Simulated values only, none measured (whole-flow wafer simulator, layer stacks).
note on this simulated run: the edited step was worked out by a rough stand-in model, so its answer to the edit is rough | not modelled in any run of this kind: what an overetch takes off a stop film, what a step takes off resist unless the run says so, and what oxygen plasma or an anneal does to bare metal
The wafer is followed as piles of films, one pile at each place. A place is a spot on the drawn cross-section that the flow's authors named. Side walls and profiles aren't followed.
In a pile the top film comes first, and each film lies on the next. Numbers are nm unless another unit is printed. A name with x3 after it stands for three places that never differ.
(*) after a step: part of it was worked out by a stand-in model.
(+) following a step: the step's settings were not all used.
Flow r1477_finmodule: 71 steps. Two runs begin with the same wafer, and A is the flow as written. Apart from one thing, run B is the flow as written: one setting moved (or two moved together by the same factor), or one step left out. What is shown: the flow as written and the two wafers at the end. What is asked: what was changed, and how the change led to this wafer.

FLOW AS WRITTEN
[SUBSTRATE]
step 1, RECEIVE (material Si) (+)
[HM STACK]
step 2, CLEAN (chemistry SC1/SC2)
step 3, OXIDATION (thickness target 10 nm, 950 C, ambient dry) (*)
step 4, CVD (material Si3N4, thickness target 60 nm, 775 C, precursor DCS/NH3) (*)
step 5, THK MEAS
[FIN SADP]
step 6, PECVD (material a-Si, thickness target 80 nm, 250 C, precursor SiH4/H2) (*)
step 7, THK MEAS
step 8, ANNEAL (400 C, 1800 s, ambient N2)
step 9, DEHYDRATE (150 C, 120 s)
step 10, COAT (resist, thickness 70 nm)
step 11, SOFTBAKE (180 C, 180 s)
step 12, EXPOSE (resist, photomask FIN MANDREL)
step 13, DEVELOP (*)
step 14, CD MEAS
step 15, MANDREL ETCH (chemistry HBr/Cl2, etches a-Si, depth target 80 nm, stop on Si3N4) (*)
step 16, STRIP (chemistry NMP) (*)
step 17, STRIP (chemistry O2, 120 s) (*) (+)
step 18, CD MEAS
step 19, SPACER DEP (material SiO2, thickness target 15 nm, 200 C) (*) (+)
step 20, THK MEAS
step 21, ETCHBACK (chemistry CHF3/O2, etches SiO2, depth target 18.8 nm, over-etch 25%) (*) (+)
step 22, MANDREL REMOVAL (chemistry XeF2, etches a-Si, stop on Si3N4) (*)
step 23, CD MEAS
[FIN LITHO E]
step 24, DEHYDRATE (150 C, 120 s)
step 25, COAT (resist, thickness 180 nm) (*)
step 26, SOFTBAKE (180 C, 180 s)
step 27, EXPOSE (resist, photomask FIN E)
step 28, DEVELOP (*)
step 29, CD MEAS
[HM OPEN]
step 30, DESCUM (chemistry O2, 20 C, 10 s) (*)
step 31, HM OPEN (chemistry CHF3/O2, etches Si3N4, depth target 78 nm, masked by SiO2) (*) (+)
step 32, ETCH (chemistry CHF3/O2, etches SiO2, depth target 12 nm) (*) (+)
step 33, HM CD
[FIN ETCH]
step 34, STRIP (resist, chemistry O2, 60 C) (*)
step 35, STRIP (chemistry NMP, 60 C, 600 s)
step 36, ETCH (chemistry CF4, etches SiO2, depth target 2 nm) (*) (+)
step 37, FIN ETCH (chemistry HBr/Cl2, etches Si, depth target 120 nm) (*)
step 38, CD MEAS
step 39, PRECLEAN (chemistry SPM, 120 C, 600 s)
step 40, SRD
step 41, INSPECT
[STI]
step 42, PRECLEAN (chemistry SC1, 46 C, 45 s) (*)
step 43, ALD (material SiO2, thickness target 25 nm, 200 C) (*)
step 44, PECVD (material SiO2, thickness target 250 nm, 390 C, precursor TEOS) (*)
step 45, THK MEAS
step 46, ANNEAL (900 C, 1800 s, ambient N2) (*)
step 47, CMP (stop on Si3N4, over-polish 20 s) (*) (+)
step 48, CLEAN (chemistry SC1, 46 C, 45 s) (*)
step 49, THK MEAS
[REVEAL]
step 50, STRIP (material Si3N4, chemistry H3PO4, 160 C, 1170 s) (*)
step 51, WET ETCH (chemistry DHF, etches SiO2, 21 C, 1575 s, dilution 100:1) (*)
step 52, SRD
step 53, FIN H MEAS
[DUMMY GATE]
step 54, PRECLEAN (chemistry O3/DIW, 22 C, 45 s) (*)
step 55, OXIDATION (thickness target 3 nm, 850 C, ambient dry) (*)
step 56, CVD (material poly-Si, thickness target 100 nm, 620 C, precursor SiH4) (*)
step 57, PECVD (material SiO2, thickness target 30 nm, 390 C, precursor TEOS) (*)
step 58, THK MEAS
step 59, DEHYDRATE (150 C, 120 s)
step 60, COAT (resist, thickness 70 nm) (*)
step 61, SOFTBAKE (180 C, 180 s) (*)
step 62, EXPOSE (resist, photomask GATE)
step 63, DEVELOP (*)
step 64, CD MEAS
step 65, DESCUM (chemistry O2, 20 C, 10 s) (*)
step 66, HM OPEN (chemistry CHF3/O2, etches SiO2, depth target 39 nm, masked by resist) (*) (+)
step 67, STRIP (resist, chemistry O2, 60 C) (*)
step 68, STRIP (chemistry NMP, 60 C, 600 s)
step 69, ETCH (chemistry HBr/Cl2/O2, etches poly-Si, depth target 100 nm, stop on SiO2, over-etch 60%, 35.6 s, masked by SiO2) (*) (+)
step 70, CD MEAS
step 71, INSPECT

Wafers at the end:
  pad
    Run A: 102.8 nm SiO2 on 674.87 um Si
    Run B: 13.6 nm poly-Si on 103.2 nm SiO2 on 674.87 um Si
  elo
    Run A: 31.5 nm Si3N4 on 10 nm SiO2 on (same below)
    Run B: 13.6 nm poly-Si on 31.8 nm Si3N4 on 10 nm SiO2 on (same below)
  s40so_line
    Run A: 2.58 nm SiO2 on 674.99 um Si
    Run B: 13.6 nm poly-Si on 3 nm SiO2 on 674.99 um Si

What caused this: step 69, ETCH: depth target 52.5 nm was run, though the flow has depth target 100 nm; step 69, ETCH: 18.7 s was run, where the flow has 35.6 s.

Step by step, how the change led to this:
  step 69, ETCH (chemistry HBr/Cl2/O2, etches poly-Si, depth target 100 nm, stop on SiO2, over-etch 60%, 35.6 s, masked by SiO2) (*) (+)
      pad, eso, e40so and 8 more: A -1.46 chemical SiO2 (all of it), -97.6 poly-Si (all of it), -0.42 SiO2 | B -1.46 chemical SiO2 (all of it), -84 poly-Si
      elo, e40lo, e100lo, e200lo: A -1.46 chemical SiO2 (all of it), -97.6 poly-Si (all of it), -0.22 Si3N4 | B -1.46 chemical SiO2 (all of it), -84 poly-Si
      (and at 21 other places as well)
